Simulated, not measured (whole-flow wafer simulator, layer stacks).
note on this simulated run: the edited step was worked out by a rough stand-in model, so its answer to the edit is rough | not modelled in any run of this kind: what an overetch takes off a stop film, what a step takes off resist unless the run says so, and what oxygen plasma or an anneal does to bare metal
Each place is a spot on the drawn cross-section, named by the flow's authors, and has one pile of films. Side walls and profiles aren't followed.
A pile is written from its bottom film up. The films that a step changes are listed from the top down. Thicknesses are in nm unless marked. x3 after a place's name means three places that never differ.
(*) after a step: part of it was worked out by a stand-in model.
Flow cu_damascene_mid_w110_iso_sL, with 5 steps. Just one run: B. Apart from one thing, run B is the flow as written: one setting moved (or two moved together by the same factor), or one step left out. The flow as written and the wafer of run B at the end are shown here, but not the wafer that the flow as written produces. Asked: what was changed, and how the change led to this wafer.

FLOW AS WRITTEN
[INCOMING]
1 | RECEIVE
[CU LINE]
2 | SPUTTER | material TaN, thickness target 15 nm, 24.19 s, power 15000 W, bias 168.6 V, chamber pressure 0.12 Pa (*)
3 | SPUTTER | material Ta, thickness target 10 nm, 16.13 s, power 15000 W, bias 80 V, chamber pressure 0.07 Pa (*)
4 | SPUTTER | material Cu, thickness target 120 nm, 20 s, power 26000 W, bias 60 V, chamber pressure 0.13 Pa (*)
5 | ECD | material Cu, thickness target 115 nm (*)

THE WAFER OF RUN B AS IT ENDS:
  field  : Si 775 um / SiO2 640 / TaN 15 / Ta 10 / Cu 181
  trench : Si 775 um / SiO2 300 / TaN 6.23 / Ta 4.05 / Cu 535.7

What caused this: step 4, SPUTTER: thickness target 66 nm was run, though the flow has thickness target 120 nm; step 4, SPUTTER: 11 s was run, where the flow has 20 s.

How this came from the change, step by step:
  4 | SPUTTER | material Cu, thickness target 120 nm, 20 s, power 26000 W, bias 60 V, chamber pressure 0.13 Pa (*)
      field: +66 Cu (new film) (as written it would have been: +120 Cu (new film))
      trench: +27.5 Cu (new film) (as written it would have been: +49.9 Cu (new film))
  5 | ECD | material Cu, thickness target 115 nm (*)
      trench: +508.3 Cu (as written it would have been: +539.8 Cu)
